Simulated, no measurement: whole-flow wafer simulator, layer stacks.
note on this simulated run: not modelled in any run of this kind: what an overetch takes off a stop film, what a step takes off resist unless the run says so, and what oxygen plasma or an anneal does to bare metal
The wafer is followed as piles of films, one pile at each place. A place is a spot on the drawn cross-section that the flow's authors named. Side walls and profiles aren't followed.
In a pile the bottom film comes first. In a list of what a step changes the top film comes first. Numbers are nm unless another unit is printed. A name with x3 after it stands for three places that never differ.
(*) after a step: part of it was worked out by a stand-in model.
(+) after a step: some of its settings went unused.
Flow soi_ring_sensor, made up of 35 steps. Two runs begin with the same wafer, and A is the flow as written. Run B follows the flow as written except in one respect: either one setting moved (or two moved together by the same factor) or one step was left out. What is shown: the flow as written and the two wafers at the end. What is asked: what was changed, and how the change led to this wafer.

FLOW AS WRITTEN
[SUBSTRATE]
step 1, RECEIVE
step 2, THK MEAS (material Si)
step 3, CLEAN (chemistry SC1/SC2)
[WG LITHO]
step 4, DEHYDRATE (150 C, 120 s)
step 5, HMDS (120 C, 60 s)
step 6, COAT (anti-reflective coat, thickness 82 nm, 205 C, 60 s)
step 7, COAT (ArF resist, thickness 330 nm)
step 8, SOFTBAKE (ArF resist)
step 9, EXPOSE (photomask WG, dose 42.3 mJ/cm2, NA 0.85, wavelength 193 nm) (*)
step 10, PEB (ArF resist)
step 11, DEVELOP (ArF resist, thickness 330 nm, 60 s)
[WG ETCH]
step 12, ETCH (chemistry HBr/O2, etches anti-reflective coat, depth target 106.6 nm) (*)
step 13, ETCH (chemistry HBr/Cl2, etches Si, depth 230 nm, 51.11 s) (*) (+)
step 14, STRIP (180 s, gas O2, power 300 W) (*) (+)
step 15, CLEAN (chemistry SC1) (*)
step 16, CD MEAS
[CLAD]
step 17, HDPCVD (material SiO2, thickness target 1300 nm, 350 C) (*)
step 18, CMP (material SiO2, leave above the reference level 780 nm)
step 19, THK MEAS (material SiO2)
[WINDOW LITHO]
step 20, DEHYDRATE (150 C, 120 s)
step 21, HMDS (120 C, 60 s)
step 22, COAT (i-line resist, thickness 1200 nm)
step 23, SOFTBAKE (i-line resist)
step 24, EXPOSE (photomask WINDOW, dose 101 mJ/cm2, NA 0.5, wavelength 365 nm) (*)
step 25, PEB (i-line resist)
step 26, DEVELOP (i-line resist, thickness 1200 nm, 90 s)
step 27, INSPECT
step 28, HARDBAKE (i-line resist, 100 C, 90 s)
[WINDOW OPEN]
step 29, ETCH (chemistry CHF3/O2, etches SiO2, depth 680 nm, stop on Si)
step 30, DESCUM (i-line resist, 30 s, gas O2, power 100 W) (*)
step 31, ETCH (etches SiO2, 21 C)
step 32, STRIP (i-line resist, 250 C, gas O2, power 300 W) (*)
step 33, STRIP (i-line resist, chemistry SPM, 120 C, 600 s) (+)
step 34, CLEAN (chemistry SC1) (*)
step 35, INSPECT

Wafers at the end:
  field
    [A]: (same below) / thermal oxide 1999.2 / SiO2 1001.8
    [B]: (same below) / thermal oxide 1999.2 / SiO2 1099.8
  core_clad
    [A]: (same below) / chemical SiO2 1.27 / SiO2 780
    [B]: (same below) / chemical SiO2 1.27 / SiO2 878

Cause: step 18, CMP: leave above the reference level 878 nm was run, while the flow as written has leave above the reference level 780 nm.
The wafer lets one read it off: core_clad has SiO2 878, and step 18 as written asks for 780 nm.

The path from the change to this, step by step:
  step 18, CMP (material SiO2, leave above the reference level 780 nm)
      gap, window, field, gap_clad: A -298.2 SiO2 | B -200.2 SiO2
      core, core_clad: A -520 SiO2 | B -422 SiO2
  step 31, ETCH (etches SiO2, 21 C)
      core: A -100 SiO2 (all of it), -1.27 chemical SiO2 (all of it) | B -198 SiO2 (all of it), -1.27 chemical SiO2 (all of it)
